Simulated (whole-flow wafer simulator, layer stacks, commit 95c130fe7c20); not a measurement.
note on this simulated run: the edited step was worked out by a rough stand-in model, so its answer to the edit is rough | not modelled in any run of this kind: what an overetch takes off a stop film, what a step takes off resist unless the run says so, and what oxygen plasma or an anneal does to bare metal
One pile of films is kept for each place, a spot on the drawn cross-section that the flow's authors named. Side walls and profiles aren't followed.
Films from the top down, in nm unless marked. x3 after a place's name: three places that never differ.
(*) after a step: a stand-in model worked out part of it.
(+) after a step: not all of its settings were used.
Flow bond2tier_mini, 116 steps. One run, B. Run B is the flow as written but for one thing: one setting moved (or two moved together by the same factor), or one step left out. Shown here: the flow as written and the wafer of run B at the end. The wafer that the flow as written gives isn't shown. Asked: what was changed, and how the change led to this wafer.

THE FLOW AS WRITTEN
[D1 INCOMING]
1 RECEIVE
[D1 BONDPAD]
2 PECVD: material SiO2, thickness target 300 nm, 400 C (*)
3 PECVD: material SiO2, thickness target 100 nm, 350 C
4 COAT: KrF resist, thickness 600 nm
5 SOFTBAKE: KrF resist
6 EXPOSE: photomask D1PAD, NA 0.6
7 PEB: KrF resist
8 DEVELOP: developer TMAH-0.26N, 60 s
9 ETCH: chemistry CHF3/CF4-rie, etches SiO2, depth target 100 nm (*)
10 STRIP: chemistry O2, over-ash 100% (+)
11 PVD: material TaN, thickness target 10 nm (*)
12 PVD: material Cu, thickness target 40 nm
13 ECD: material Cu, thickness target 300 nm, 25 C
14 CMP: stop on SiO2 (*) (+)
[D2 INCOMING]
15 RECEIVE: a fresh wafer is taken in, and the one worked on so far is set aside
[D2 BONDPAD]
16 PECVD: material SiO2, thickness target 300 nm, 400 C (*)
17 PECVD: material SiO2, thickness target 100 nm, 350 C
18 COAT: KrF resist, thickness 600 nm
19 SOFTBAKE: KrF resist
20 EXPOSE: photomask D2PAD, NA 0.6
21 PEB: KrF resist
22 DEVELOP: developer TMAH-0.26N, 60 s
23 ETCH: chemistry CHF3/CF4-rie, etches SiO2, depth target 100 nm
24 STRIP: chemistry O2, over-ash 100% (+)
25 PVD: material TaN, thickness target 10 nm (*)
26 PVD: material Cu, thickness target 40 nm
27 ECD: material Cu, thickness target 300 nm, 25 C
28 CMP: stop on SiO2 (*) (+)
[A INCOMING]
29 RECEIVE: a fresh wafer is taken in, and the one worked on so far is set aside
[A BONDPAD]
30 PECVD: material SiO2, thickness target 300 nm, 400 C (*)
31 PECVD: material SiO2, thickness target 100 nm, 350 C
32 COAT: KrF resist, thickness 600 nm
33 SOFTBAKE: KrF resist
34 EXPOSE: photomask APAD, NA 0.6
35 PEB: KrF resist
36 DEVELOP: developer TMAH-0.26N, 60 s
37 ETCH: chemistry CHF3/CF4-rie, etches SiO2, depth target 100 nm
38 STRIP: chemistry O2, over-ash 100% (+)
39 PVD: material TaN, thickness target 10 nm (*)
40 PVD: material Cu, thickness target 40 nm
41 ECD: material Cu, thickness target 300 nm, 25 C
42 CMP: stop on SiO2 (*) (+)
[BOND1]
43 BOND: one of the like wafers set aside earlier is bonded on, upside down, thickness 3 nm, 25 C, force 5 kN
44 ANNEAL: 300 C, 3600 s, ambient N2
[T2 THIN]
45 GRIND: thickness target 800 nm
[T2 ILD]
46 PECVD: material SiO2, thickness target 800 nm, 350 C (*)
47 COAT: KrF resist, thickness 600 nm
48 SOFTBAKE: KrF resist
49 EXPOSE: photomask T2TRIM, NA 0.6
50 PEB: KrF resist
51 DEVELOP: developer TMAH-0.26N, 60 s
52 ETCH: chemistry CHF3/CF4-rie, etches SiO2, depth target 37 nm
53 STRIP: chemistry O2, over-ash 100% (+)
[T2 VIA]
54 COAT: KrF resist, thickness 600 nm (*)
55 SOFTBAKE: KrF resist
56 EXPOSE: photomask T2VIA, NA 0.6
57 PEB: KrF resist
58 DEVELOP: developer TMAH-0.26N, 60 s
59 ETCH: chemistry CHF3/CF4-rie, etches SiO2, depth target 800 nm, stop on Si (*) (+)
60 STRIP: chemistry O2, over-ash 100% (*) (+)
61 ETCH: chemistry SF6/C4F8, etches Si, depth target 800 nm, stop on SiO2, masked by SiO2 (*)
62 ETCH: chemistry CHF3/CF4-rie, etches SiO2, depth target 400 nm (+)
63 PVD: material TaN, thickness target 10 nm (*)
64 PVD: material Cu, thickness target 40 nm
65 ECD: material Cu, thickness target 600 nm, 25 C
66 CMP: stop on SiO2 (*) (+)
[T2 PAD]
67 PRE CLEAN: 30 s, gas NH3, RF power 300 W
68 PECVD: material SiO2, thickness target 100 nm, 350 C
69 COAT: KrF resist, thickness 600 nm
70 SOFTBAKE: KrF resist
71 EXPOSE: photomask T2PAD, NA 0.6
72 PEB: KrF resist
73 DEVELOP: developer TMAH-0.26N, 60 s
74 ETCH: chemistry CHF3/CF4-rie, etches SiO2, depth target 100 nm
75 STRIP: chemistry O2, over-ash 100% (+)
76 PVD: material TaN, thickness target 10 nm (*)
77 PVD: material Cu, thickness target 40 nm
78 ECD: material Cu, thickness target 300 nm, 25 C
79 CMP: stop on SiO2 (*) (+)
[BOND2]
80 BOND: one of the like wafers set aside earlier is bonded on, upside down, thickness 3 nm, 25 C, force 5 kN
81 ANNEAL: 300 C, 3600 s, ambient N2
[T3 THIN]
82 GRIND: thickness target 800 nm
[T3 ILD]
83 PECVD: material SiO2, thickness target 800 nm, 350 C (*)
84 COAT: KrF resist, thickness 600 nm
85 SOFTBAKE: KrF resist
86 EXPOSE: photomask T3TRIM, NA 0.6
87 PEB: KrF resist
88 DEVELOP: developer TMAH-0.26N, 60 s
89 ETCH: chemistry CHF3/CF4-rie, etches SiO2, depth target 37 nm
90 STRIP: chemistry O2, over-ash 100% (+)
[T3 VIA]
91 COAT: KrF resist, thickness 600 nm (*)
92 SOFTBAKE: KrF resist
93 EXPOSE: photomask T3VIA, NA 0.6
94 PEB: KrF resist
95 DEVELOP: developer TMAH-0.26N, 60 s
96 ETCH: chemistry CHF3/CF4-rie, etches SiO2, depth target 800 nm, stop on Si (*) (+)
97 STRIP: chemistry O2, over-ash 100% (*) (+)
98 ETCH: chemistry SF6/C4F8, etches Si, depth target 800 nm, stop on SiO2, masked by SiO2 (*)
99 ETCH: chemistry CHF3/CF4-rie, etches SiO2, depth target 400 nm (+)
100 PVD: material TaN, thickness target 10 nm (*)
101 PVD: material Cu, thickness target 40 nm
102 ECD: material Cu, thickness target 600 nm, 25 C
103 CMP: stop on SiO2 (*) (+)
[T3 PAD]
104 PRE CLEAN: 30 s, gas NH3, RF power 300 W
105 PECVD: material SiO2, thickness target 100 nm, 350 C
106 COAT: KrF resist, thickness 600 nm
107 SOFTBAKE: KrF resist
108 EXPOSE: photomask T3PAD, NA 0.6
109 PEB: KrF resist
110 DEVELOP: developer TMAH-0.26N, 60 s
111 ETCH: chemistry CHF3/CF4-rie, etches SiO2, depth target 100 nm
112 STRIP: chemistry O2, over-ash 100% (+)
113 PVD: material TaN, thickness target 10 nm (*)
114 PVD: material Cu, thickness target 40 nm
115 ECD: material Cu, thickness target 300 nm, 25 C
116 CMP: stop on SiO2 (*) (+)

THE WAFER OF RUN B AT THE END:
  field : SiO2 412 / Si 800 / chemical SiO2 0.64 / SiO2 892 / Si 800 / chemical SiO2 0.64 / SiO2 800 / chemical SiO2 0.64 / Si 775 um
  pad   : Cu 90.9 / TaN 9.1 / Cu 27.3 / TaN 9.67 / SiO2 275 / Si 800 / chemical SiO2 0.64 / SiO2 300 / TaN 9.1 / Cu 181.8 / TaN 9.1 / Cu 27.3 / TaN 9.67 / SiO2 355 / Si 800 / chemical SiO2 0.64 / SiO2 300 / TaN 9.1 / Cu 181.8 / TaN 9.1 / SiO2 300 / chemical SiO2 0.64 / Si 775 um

The cause: step 83, PECVD: thickness target 720 nm was run, where the flow has thickness target 800 nm.

How the change led to this, step by step:
  83 PECVD: material SiO2, thickness target 800 nm, 350 C (*)
      field, pad: SiO2 +720 (new film) (as written it would be: SiO2 +800 (new film))
